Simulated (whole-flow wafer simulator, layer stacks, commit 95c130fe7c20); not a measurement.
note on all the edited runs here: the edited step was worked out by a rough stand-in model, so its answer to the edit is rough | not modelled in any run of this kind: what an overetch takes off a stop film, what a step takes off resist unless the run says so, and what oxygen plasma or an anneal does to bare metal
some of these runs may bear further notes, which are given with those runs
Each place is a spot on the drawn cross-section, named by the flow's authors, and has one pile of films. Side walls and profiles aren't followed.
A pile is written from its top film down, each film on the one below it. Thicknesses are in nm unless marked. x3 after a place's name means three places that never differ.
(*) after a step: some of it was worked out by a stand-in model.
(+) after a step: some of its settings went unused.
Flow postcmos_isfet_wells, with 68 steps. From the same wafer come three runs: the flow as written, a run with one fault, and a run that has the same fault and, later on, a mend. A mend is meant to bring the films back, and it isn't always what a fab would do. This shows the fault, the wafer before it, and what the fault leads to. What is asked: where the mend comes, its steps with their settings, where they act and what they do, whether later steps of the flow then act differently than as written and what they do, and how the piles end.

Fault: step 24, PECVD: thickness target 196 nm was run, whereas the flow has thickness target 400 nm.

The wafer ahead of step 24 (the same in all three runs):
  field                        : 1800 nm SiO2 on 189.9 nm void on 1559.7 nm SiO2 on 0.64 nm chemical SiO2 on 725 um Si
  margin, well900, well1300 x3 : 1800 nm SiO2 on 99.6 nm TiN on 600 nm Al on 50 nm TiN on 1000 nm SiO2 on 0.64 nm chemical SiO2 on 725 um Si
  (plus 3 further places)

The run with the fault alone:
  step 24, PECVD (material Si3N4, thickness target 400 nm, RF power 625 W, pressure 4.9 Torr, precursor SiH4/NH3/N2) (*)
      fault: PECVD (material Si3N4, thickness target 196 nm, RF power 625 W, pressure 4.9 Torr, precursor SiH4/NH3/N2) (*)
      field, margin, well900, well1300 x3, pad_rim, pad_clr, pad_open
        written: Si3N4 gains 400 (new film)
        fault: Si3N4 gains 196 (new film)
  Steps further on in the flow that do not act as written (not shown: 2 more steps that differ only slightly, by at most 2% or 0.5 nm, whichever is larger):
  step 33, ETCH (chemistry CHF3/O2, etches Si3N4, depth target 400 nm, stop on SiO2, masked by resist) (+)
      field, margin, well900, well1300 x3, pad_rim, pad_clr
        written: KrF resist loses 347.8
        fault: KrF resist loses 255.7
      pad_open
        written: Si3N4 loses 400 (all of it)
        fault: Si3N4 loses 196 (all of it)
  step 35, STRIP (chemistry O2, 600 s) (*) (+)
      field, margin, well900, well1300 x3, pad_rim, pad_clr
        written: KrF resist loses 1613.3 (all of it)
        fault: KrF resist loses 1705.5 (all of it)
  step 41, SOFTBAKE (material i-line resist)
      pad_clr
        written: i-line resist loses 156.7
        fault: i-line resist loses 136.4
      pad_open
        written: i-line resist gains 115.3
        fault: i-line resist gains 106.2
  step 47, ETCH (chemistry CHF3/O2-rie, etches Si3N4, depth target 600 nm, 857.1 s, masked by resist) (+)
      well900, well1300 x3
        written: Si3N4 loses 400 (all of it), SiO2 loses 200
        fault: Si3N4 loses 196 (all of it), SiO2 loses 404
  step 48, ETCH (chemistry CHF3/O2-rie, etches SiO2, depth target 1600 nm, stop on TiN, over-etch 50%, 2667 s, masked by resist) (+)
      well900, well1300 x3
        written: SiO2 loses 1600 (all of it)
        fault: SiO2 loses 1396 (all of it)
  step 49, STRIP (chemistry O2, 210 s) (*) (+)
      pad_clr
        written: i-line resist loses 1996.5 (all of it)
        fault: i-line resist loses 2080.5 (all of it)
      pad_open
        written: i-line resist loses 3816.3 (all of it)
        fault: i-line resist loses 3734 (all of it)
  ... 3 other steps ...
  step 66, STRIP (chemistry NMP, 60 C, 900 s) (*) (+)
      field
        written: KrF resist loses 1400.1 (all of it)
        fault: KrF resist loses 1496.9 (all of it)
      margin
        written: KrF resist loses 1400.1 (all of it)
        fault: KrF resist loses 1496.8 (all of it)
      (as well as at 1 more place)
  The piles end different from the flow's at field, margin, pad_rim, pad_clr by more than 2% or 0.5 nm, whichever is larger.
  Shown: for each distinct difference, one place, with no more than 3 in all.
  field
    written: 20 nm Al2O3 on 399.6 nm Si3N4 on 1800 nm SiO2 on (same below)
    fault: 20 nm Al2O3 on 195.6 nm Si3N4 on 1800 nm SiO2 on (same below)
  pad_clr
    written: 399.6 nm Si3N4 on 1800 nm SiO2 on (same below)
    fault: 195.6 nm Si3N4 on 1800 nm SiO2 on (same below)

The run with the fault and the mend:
  The mend follows step 32.
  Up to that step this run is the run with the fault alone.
  step 32a, STRIP (chemistry O2, 600 s) (*) (+)
      field, margin, well900, well1300 x3, pad_rim, pad_clr
        KrF resist loses 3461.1 (all of it)
  step 32b, PECVD (material Si3N4, thickness target 204 nm, RF power 625 W, pressure 4.9 Torr, precursor SiH4/NH3/N2) (*) (the flow's step 24, run once more with other settings)
      field, margin, well900, well1300 x3, pad_rim, pad_clr, pad_open
        Si3N4 gains 204
  step 32c, HMDS (30 s) (the flow's step 26, run once more)
      leaves every film unchanged at each place that is followed
  step 32d, COAT (KrF resist, thickness 3500 nm) (the flow's step 27, run once more)
      field, margin, well900, well1300 x3, pad_rim, pad_clr, pad_open
        KrF resist gains 3500 (new film)
  step 32e, SOFTBAKE (material KrF resist) (the flow's step 28, run once more)
      leaves every film unchanged at each place that is followed
  step 32f, EBR (the flow's step 29, run once more)
      leaves every film unchanged at each place that is followed
  step 32g, EXPOSE (photomask PAD, dose 67.86 mJ/cm2, NA 0.55, wavelength 248 nm) (*) (the flow's step 30, run once more)
      leaves every film unchanged at each place that is followed
  step 32h, PEB (the flow's step 31, run once more)
      field, margin, well900, well1300 x3, pad_rim, pad_clr, pad_open
        KrF resist loses 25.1
  step 32i, DEVELOP (thickness 3500 nm, 60 s) (the flow's step 32, run once more)
      field, margin, well900, well1300 x3, pad_rim, pad_clr
        KrF resist loses 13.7
      pad_open
        KrF resist loses 3474.9 (all of it)
  Later steps of the flow that are run all act as written at every place that is followed.
  By the end, the piles equal the flow's at every place that both follow.
